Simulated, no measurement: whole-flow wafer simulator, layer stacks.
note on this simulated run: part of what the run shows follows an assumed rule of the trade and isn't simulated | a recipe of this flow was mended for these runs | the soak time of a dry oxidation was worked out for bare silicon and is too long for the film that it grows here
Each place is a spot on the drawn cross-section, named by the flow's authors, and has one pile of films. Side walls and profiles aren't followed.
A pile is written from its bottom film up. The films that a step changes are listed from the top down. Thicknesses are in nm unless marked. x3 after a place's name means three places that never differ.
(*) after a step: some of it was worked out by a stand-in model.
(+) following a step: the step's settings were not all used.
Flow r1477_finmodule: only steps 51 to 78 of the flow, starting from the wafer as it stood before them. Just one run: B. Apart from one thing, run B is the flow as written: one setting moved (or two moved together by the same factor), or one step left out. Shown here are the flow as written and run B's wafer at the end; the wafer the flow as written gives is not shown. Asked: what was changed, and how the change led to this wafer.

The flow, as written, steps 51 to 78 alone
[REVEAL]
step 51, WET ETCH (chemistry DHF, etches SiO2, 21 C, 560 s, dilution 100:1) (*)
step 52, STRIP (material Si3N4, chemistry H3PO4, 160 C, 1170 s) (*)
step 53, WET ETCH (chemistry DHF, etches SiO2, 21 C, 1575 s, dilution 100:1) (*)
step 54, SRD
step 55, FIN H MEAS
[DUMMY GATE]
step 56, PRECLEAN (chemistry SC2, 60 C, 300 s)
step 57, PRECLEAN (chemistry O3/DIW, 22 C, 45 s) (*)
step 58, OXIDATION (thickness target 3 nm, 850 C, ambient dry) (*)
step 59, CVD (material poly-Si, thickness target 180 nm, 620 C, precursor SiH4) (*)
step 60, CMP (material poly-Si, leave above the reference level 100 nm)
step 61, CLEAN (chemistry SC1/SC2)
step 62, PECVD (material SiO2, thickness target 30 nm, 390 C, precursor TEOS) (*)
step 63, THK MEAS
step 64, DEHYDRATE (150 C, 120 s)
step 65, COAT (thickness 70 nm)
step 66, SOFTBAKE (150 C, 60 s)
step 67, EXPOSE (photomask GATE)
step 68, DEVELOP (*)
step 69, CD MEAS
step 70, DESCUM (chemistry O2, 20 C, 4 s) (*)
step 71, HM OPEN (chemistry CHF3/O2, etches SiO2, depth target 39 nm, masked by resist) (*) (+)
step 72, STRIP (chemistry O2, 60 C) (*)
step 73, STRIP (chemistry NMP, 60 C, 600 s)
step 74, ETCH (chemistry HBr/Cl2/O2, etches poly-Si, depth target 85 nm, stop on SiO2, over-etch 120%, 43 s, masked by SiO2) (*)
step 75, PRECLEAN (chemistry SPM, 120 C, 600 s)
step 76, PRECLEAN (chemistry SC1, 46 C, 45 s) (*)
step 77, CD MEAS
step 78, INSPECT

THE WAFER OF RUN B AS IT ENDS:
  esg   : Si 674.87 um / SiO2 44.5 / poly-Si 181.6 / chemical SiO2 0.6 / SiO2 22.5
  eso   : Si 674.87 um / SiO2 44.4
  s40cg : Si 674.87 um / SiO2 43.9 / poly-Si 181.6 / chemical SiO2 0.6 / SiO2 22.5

The reason: step 53, WET ETCH: 2284 s was run, while the flow as written has 1575 s.

Step by step, how the change led to this:
  step 53, WET ETCH (chemistry DHF, etches SiO2, 21 C, 1575 s, dilution 100:1) (*)
      esg, e40sg, e100sg and 17 more: -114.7 SiO2 (it would be, as written: -79.1 SiO2)
      pad, padg: -122.4 SiO2 (it would be, as written: -85.7 SiO2)
  step 59, CVD (material poly-Si, thickness target 180 nm, 620 C, precursor SiH4) (*)
      esg, e40sg, e100sg and 15 more: +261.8 poly-Si (new film) (it would be, as written: +226.3 poly-Si (new film))
      e200sg, e200so: +261.8 poly-Si (new film) (it would be, as written: +219.2 poly-Si (new film))
  step 60, CMP (material poly-Si, leave above the reference level 100 nm)
      pad, padg: nothing (it would be, as written: -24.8 poly-Si)
      e200sg, e200so: -80 poly-Si (it would be, as written: -72.9 poly-Si)
  step 74, ETCH (chemistry HBr/Cl2/O2, etches poly-Si, depth target 85 nm, stop on SiO2, over-etch 120%, 43 s, masked by SiO2) (*)
      eso, e40so, e100so and 7 more: -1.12 chemical SiO2 (all of it), -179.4 poly-Si (all of it) (it would be, as written: -1.12 chemical SiO2 (all of it), -143.9 poly-Si (all of it), -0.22 SiO2)
      pad: -1.12 chemical SiO2 (all of it), -177.6 poly-Si (all of it), -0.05 SiO2 (it would be, as written: -1.12 chemical SiO2 (all of it), -152.8 poly-Si (all of it), -0.17 SiO2)
